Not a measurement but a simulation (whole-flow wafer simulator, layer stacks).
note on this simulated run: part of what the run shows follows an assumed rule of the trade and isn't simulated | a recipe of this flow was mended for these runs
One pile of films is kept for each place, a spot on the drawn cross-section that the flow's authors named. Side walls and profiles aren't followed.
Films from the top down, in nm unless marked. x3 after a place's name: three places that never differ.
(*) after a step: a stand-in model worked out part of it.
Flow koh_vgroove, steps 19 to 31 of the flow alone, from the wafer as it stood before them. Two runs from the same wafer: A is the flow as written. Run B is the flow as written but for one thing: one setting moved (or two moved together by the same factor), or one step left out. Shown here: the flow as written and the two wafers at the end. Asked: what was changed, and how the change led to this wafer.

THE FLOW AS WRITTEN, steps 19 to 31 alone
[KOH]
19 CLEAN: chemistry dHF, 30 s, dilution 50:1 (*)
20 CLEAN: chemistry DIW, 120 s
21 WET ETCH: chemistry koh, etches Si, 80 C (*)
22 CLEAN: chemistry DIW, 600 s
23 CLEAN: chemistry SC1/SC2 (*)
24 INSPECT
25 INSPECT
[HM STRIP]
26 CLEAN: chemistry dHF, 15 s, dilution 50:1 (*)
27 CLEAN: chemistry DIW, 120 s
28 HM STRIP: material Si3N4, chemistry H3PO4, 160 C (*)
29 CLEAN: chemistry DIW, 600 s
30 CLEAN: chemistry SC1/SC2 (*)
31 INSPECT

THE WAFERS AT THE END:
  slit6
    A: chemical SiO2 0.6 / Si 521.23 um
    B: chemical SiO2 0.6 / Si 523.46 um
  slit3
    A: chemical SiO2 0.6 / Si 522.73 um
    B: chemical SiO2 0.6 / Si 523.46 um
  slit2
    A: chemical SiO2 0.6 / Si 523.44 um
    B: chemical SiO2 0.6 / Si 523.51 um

The cause: step 21, WET ETCH: 64 C was run, where the flow has 80 C.

How the change led to this, step by step:
  21 WET ETCH: chemistry koh, etches Si, 80 C (*)
      slit6, slit20: A Si -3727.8 | B Si -1494.5
      slit3: A Si -2222.2 | B Si -1494.5
      (and at 1 more place)
